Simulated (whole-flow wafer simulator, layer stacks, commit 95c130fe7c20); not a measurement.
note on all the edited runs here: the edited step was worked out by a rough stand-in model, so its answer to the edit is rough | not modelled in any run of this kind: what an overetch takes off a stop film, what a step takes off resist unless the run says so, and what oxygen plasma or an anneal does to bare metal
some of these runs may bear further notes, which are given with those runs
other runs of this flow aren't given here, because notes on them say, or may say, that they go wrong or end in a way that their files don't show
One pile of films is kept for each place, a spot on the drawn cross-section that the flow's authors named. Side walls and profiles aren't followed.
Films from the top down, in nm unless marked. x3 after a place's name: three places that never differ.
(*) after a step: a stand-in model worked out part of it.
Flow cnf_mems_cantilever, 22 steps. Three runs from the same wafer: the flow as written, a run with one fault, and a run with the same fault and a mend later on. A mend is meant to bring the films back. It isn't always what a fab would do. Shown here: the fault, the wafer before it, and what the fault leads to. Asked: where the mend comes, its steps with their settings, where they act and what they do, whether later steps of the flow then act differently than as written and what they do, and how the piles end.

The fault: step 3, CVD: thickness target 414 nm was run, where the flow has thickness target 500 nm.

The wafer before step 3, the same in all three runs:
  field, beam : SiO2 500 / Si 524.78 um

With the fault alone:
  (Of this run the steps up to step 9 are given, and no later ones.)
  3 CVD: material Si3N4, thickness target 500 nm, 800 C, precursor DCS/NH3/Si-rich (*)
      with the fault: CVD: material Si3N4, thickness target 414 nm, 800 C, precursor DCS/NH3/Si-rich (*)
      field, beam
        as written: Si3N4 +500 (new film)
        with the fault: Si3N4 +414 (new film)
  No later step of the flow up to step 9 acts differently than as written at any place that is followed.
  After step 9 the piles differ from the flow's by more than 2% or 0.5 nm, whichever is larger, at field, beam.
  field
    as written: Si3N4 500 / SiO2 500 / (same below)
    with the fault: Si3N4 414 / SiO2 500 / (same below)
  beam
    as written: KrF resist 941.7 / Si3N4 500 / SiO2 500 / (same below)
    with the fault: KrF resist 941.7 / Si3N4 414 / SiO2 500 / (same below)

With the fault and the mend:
  The mend comes after step 9.
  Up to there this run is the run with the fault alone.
  9a STRIP: chemistry O2, power 800 W (*)
      beam
        KrF resist -941.7 (all of it)
  9b CLEAN: chemistry SC1/SC2 (*) (the flow's step 1 once more)
      changes no film at any place that is followed
  9c CVD: material Si3N4, thickness target 86 nm, 800 C, precursor DCS/NH3/Si-rich (*) (the flow's step 3 once more, with other settings)
      field, beam
        Si3N4 +86
  9d HMDS (the flow's step 4 once more)
      changes no film at any place that is followed
  9e COAT: KrF resist, thickness 1000 nm (the flow's step 5 once more)
      field, beam
        KrF resist +1000 (new film)
  9f SOFTBAKE: KrF resist (the flow's step 6 once more)
      changes no film at any place that is followed
  9g EXPOSE: photomask CANTILEVER (the flow's step 7 once more)
      changes no film at any place that is followed
  9h PEB: KrF resist, 135 C, 90 s (the flow's step 8 once more)
      field, beam
        KrF resist -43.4
  9i DEVELOP: developer TMAH-0.26N, 60 s (the flow's step 9 once more)
      field
        KrF resist -956.6 (all of it)
      beam
        KrF resist -14.9
  No later step of the flow acts differently than as written at any place that is followed.
  At the end the piles are the same as the flow's at every place that both follow.
